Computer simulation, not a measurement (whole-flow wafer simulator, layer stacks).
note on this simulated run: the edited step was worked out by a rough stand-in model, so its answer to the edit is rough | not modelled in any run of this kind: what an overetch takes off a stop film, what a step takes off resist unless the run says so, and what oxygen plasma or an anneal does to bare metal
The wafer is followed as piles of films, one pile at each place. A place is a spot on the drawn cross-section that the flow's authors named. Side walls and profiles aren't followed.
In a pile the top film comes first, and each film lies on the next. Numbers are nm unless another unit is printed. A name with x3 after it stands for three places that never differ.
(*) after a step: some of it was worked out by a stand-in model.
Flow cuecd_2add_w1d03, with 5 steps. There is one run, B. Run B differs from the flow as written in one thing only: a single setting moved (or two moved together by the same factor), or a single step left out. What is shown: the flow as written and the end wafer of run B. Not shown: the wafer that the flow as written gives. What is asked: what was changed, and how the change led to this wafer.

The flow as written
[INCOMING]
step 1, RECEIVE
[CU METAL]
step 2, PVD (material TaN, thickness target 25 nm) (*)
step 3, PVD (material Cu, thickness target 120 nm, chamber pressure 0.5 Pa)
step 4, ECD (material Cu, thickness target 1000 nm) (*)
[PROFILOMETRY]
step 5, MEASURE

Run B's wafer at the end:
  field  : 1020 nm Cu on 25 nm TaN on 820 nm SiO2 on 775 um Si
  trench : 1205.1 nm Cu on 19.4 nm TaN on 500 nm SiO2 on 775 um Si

Cause: step 4, ECD: thickness target 900 nm was run, though the flow has thickness target 1000 nm.

The path from the change to this, step by step:
  step 4, ECD (material Cu, thickness target 1000 nm) (*)
      field: +900 Cu (it would be, as written: +1000 Cu)
      trench: +1111.6 Cu (it would be, as written: +1226.8 Cu)
